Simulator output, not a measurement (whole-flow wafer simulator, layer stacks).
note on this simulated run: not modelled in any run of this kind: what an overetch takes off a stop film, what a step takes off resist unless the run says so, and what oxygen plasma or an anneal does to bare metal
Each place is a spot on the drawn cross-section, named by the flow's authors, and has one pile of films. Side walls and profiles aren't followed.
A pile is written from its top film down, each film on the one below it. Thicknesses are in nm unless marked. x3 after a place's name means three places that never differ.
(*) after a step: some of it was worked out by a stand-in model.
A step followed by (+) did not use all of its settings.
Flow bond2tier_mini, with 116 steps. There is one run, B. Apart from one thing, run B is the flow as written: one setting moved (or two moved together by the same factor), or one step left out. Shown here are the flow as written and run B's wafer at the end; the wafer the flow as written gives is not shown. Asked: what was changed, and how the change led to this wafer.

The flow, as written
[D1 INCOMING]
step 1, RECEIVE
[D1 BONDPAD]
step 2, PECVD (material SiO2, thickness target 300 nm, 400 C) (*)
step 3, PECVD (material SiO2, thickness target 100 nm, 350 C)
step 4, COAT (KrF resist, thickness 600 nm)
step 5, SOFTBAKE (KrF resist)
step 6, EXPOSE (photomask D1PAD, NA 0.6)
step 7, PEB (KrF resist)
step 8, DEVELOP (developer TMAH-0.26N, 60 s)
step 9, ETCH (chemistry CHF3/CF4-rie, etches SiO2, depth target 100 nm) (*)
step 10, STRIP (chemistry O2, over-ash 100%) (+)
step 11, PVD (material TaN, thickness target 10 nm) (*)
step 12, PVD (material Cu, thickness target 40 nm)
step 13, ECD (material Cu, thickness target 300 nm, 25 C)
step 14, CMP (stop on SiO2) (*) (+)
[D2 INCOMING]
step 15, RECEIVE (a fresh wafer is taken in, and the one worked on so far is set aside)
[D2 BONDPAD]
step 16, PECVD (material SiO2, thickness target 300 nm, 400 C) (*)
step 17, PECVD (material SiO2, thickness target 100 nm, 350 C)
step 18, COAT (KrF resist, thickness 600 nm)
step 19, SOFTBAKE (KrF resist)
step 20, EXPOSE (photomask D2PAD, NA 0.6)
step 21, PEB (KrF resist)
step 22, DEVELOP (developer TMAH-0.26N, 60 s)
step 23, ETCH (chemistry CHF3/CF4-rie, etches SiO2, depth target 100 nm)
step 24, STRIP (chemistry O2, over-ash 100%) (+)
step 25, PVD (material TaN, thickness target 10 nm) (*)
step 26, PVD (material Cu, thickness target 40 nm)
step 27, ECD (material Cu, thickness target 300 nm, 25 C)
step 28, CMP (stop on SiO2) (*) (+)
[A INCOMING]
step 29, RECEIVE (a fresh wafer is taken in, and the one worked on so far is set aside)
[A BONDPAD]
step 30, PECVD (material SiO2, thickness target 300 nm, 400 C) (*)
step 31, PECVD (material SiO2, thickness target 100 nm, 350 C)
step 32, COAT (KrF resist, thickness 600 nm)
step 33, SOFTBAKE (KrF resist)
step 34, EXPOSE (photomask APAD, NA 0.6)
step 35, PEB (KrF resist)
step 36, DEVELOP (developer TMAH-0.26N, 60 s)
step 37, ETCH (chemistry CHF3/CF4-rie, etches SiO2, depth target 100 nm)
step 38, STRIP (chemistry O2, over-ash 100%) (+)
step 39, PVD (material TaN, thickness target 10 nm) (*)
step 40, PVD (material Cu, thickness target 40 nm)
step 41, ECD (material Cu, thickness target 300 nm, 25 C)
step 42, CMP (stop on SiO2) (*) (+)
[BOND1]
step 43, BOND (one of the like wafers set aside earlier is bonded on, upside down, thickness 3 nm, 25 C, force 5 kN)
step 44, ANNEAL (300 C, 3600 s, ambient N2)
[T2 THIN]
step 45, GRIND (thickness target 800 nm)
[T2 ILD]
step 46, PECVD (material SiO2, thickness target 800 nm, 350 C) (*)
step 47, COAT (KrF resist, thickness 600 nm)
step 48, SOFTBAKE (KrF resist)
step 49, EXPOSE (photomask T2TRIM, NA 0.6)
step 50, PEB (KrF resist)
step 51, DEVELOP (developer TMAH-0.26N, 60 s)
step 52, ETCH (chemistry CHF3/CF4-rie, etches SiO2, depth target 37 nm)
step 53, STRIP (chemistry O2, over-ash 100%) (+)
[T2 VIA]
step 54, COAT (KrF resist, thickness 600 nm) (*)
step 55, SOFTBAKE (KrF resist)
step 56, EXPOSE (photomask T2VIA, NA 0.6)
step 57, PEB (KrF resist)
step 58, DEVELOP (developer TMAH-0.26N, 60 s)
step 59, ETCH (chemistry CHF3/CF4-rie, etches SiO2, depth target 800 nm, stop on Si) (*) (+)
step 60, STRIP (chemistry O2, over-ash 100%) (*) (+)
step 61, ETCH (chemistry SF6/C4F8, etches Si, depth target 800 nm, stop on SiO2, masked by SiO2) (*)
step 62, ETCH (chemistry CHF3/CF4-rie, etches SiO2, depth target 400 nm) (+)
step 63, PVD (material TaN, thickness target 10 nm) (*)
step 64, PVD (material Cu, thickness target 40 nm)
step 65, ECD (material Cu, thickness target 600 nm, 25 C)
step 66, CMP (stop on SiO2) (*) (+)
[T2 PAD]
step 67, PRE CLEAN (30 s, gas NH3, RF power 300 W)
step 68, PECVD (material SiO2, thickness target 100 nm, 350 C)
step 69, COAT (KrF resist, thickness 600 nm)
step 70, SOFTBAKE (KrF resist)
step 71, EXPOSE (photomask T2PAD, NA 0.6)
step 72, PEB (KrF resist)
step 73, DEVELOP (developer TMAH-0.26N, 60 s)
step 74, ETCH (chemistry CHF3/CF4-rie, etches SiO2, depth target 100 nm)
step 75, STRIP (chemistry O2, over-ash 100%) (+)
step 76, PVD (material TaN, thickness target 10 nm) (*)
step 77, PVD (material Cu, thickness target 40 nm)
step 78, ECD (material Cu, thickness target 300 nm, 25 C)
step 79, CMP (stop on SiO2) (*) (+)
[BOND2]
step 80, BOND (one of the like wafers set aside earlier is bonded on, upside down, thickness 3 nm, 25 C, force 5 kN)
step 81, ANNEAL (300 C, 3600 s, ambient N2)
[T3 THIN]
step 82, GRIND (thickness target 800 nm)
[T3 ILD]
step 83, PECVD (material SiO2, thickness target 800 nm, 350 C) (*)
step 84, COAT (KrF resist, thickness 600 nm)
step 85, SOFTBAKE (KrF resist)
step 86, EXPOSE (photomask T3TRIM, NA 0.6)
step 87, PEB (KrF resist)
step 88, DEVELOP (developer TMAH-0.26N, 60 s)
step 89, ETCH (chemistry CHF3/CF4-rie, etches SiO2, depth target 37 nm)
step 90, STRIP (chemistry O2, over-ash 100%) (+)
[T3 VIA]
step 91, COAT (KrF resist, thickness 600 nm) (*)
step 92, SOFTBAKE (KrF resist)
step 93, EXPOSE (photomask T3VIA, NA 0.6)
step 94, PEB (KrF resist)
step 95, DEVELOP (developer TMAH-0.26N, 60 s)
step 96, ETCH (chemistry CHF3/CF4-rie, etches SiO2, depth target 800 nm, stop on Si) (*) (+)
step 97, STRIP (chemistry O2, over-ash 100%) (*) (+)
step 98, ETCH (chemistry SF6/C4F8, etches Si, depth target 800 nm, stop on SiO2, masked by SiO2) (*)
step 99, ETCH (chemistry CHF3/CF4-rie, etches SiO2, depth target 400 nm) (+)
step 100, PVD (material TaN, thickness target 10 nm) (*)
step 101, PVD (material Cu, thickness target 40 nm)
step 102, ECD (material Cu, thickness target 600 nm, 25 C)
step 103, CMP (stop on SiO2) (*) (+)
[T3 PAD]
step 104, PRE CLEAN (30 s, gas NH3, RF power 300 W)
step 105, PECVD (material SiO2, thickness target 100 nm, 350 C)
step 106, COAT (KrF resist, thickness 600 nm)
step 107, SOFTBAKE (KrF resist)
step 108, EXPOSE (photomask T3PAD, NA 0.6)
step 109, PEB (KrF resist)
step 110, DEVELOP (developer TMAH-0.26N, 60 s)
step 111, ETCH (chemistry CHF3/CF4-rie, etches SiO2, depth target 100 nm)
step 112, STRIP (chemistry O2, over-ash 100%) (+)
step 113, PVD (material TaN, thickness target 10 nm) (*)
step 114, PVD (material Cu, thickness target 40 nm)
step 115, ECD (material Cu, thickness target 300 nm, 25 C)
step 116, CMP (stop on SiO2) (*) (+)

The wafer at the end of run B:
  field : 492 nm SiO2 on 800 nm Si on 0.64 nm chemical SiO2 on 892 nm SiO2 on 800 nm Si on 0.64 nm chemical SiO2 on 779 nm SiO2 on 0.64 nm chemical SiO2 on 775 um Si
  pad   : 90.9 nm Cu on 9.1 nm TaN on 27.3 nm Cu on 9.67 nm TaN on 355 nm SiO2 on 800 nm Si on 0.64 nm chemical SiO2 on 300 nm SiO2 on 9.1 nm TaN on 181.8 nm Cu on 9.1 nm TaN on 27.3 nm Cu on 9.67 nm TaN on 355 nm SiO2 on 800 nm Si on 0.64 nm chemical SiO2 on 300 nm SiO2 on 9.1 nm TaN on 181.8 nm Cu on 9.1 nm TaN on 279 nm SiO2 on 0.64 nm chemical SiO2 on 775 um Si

What caused this: step 31, PECVD: thickness target 79 nm was run, though the flow has thickness target 100 nm.

Step by step, how the change led to this:
  step 31, PECVD (material SiO2, thickness target 100 nm, 350 C)
      field, pad, via: SiO2 gains 79 (it would be, as written: SiO2 gains 100)
